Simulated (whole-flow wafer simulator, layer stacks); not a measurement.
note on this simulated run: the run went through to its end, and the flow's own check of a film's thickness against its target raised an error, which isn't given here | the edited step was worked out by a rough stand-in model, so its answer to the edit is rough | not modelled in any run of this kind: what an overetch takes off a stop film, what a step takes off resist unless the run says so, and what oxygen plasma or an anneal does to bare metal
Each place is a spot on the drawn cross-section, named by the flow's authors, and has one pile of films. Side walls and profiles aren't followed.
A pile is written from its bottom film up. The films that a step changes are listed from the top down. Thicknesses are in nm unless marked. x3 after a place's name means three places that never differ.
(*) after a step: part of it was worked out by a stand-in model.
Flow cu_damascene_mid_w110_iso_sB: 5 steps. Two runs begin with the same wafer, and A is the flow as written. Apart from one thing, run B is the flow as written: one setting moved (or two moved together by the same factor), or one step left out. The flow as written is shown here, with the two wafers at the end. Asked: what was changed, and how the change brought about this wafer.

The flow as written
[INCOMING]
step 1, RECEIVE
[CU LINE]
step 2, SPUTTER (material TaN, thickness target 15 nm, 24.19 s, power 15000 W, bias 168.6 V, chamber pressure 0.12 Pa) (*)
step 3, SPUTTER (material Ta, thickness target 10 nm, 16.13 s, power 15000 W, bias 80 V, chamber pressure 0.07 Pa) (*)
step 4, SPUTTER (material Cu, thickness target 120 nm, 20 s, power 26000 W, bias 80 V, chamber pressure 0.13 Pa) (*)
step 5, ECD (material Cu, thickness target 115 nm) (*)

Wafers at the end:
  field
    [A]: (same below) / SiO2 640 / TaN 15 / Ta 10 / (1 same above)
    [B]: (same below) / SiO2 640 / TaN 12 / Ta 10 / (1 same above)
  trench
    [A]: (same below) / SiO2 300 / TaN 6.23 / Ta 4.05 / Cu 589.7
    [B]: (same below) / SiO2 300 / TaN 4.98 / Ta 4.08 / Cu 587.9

What caused this: step 2, SPUTTER: 19.35 s was run, whereas the flow has 24.19 s.

Step by step, how the change led to this:
  step 2, SPUTTER (material TaN, thickness target 15 nm, 24.19 s, power 15000 W, bias 168.6 V, chamber pressure 0.12 Pa) (*)
      field: A TaN gains 15 (new film) | B TaN gains 12 (new film)
      trench: A TaN gains 6.23 (new film) | B TaN gains 4.98 (new film)
